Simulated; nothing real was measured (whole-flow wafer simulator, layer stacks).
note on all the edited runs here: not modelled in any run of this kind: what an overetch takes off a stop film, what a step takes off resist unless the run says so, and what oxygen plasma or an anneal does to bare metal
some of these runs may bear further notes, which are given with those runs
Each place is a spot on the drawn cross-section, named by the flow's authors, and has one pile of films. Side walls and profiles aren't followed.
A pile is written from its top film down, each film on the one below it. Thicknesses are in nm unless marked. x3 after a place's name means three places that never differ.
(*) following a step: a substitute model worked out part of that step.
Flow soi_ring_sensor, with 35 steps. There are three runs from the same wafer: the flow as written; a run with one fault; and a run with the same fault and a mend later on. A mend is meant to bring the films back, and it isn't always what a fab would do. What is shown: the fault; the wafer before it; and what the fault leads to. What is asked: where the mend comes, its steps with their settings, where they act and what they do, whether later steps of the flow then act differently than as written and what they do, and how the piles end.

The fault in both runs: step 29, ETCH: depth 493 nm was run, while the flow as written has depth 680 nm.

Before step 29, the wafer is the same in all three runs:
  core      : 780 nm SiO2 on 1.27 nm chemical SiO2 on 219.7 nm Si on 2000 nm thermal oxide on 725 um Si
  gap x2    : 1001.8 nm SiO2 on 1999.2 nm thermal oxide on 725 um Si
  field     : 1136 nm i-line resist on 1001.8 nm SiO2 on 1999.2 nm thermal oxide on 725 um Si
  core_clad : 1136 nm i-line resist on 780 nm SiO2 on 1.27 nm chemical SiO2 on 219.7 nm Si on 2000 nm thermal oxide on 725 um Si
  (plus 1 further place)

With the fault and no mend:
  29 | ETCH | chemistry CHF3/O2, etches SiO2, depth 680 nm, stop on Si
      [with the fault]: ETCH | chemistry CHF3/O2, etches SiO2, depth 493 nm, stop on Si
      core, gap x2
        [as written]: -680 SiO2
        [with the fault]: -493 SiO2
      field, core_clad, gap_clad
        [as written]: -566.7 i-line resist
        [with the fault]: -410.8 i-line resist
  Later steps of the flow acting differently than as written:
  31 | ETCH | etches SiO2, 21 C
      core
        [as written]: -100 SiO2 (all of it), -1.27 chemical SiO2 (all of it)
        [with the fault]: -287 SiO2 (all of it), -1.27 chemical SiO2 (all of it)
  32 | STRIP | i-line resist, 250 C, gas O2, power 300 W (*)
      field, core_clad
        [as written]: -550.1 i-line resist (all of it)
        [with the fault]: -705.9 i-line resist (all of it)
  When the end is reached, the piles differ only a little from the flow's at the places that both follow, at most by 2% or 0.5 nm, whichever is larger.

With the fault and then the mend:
  The mend follows step 29.
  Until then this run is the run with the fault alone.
  29a | ETCH | chemistry CHF3/O2, etches SiO2, depth 187 nm, stop on Si (a further turn of the flow's step 29, with different settings)
      core, gap x2
        -187 SiO2
      field, core_clad, gap_clad
        -155.8 i-line resist
  Every later step of the flow that is run acts as written at every place that is followed.
  By the end, the piles equal the flow's at every place that both follow.
